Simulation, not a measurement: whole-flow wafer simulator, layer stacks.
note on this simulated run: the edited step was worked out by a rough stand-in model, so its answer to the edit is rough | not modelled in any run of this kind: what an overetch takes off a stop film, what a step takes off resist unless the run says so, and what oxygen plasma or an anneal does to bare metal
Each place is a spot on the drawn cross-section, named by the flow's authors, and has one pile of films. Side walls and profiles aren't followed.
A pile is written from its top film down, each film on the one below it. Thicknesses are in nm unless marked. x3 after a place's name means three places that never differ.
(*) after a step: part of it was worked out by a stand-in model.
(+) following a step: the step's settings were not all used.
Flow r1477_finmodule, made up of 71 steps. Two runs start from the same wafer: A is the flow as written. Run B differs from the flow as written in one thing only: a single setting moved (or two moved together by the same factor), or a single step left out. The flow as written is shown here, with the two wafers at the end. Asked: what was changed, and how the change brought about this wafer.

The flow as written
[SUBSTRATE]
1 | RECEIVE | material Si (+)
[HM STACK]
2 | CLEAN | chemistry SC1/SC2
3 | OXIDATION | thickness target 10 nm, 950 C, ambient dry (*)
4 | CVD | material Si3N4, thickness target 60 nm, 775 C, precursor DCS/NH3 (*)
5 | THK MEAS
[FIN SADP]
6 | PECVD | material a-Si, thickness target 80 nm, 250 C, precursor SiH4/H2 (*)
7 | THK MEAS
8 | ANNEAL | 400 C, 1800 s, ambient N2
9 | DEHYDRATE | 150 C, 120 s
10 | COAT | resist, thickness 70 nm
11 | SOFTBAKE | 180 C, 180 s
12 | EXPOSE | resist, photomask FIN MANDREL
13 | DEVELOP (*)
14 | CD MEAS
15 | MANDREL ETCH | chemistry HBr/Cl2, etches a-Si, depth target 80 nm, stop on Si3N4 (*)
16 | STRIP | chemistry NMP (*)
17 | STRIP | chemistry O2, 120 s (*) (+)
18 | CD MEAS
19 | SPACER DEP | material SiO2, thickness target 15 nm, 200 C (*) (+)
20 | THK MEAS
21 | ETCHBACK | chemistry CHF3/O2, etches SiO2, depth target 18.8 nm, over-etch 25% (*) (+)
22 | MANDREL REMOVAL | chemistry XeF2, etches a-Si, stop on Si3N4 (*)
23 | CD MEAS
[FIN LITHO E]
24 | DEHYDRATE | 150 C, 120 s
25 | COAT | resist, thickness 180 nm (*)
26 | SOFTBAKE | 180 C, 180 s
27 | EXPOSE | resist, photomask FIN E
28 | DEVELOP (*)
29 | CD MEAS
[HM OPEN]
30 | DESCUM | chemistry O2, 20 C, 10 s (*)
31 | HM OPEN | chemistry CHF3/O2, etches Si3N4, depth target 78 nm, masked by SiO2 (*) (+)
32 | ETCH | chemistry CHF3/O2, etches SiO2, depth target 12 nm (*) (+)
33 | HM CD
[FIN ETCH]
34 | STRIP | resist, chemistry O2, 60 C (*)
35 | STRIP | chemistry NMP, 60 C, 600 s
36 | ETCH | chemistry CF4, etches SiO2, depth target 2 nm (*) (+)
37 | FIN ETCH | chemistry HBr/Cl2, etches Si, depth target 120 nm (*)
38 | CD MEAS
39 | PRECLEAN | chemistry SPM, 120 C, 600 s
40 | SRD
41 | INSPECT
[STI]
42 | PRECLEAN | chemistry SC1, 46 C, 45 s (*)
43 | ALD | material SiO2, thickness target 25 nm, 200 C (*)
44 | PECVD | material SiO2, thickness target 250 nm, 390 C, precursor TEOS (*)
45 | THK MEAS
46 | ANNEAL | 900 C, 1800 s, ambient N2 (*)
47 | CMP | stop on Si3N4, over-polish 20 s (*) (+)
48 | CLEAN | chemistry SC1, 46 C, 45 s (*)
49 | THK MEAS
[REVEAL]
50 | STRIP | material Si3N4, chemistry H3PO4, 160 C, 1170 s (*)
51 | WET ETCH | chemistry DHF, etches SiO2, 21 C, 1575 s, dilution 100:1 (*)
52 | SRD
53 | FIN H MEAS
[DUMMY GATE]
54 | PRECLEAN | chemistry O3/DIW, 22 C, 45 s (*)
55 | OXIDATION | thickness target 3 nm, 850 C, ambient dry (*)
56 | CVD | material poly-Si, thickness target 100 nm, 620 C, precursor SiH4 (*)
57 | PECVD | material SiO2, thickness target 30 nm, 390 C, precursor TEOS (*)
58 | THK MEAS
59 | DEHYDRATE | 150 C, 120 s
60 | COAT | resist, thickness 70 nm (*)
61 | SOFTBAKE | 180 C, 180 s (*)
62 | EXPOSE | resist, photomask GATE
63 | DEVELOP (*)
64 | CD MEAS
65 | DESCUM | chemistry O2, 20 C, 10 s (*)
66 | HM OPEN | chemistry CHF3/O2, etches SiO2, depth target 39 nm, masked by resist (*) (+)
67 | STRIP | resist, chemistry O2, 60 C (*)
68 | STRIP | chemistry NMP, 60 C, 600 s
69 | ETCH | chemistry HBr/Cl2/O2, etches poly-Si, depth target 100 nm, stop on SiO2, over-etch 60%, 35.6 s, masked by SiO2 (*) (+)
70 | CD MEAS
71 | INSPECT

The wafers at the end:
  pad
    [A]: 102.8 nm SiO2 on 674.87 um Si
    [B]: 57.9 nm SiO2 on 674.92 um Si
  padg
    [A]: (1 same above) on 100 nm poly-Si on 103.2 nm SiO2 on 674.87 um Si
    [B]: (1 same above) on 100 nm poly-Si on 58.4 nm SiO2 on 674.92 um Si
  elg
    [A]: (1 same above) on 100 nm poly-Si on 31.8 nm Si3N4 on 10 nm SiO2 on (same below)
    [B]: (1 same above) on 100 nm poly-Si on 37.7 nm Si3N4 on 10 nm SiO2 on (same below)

What caused this: step 37, FIN ETCH: depth target 75 nm was run, though the flow has depth target 120 nm.

The path from the change to this, step by step:
  37 | FIN ETCH | chemistry HBr/Cl2, etches Si, depth target 120 nm (*)
      pad, padg, esg and 19 more: A Si loses 120 | B Si loses 75
      elg, e40lg, e100lg, e200lg, elo, e40lo, e100lo, e200lo: A Si3N4 loses 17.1 | B Si3N4 loses 10.7
      (as well as at 6 more places)
  43 | ALD | material SiO2, thickness target 25 nm, 200 C (*)
      s40cg, s45cg, s50cg, s40co, s45co, s50co: A SiO2 gains 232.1 (new film) | B SiO2 gains 190.6 (new film)
      esg: A SiO2 gains 194.3 (new film) | B SiO2 gains 155.7 (new film)
  47 | CMP | stop on Si3N4, over-polish 20 s (*) (+)
      pad, padg, e40sg and 11 more: A SiO2 loses 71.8 | B SiO2 loses 116.8
      elg, esg, e40lg and 6 more: A SiO2 loses 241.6 | B SiO2 loses 248
      (as well as at 1 more place)
  51 | WET ETCH | chemistry DHF, etches SiO2, 21 C, 1575 s, dilution 100:1 (*)
      elg, e40lg, e100lg, e200lg, elo, e40lo, e100lo, e200lo: A SiO2 loses 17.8 (all of it), Si3N4 loses 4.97 | B SiO2 loses 11.4 (all of it), Si3N4 loses 5.49
  56 | CVD | material poly-Si, thickness target 100 nm, 620 C, precursor SiH4 (*)
      esg: A poly-Si gains 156 (new film) | B poly-Si gains 161.9 (new film)
  60 | COAT | resist, thickness 70 nm (*)
      e40sg, eso, e40so: A resist gains 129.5 (new film) | B resist gains 135 (new film)
      e100sg, e100so: A resist gains 129.4 (new film) | B resist gains 135 (new film)
      (as well as at 2 more places)
  63 | DEVELOP (*)
      eso, e40so: A resist loses 129.5 (all of it) | B resist loses 135 (all of it)
      e100so: A resist loses 129.4 (all of it) | B resist loses 135 (all of it)
      (as well as at 1 more place)
  67 | STRIP | resist, chemistry O2, 60 C (*)
      e40sg: A resist loses 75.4 (all of it) | B resist loses 80.9 (all of it)
      e100sg: A resist loses 75.3 (all of it) | B resist loses 80.9 (all of it)
      (as well as at 1 more place)
